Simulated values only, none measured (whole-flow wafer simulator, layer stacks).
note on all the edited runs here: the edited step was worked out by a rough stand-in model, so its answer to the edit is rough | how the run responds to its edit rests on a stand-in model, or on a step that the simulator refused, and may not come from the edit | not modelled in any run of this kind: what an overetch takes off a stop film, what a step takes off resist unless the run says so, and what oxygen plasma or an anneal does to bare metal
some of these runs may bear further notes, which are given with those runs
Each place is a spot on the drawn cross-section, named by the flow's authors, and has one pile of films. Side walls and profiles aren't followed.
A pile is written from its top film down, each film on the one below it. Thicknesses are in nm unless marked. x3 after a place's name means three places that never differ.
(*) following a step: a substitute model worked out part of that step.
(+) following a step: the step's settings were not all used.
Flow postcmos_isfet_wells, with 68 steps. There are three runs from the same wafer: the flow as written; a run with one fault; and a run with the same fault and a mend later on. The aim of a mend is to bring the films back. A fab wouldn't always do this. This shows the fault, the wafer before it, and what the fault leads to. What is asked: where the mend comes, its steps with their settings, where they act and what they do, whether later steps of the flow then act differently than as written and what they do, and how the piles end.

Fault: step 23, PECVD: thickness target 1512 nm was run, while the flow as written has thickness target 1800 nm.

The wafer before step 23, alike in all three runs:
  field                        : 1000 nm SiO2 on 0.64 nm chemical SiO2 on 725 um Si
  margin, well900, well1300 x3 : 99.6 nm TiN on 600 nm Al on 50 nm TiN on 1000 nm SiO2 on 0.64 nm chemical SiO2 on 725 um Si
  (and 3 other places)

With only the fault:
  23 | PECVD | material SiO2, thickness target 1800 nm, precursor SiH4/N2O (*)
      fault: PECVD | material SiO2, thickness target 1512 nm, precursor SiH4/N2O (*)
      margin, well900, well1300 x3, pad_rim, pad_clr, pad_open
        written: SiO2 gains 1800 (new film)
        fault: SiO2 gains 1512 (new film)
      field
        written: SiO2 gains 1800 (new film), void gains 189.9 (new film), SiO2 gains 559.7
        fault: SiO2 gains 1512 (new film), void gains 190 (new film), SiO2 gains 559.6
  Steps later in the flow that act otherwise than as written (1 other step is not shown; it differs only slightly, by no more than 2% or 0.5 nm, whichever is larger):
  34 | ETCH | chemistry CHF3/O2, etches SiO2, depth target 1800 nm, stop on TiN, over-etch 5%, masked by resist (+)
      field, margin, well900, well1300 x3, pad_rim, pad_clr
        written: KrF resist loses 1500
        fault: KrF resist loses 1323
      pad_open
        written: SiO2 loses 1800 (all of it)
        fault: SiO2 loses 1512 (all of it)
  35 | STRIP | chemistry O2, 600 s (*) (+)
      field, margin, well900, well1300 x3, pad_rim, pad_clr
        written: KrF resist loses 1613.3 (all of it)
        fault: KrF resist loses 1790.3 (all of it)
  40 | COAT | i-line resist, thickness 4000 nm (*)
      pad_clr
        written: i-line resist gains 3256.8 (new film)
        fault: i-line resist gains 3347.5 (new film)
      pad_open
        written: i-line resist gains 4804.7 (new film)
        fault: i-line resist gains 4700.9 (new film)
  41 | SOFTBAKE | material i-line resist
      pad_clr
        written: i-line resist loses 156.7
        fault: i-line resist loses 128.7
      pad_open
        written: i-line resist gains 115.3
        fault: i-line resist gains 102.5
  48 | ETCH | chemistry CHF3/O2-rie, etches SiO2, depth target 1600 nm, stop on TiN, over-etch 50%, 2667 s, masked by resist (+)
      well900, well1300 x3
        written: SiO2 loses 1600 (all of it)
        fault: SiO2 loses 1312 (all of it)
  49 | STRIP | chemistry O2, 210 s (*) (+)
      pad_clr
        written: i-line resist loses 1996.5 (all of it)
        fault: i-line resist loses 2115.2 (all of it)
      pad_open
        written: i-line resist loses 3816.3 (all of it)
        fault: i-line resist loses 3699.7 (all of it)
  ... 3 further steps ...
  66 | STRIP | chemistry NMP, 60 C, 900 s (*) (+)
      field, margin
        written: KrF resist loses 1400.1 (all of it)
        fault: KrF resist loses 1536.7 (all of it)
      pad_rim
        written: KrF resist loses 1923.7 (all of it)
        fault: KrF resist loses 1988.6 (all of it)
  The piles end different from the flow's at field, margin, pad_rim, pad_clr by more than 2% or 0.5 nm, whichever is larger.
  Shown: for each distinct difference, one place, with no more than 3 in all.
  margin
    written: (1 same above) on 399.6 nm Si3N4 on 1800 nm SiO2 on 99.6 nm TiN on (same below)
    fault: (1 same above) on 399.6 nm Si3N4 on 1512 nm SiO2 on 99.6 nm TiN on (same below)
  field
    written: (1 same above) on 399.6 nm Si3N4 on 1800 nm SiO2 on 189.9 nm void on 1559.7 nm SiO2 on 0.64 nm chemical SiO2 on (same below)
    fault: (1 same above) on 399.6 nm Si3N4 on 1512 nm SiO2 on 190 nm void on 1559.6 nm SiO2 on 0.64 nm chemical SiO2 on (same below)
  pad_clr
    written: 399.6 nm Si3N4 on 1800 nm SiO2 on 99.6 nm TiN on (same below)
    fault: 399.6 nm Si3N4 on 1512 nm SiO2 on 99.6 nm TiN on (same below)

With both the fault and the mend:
  The mend follows step 23.
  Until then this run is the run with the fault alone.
  23a | PECVD | material SiO2, thickness target 288 nm, precursor SiH4/N2O (*) (the flow's step 23 again, with other settings)
      field, margin, well900, well1300 x3, pad_rim, pad_clr, pad_open
        SiO2 gains 288
  Every later step of the flow that is run acts as written at every place that is followed.
  When the end is reached, the piles differ only a little from the flow's at the places that both follow, at most by 2% or 0.5 nm, whichever is larger.
